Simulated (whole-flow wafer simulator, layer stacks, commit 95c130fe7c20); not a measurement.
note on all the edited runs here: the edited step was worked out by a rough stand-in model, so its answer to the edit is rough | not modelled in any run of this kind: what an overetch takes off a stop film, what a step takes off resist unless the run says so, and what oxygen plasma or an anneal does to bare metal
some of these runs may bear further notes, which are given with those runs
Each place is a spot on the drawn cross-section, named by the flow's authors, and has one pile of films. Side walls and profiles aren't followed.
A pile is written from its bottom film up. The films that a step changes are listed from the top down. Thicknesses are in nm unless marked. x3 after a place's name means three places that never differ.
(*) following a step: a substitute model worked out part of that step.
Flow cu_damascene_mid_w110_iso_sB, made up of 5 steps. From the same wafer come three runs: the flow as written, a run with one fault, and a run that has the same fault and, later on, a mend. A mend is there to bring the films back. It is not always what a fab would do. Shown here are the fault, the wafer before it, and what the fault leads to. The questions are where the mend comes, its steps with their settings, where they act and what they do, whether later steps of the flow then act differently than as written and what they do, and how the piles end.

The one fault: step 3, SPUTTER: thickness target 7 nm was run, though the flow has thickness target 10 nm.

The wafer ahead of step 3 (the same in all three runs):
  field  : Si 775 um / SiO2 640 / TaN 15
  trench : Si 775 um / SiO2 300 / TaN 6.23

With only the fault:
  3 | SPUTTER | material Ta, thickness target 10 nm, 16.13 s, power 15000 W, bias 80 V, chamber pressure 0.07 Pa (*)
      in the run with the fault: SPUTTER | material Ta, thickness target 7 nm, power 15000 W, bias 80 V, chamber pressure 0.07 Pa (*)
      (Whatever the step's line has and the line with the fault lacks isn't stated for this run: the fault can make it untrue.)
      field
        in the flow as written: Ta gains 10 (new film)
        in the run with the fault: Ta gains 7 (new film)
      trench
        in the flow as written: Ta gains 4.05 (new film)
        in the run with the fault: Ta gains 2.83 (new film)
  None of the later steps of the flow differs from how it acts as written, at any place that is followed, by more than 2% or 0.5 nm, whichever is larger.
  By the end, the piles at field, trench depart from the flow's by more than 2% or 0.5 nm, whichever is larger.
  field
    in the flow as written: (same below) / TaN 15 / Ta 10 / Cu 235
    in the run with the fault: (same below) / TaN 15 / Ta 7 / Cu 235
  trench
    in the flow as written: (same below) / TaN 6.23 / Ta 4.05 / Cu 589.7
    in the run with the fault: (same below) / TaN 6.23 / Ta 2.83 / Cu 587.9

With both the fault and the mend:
  The mend stands after step 3.
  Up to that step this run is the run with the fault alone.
  3a | SPUTTER | material Ta, thickness target 3 nm, power 15000 W, bias 80 V, chamber pressure 0.07 Pa (*) (a further turn of the flow's step 3, with different settings)
      field
        Ta gains 3
      trench
        Ta gains 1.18
  None of the later steps of the flow acts differently than as written at any place that is followed.
  The piles end only slightly different from the flow's at the places that both follow, by no more than 2% or 0.5 nm, whichever is larger.
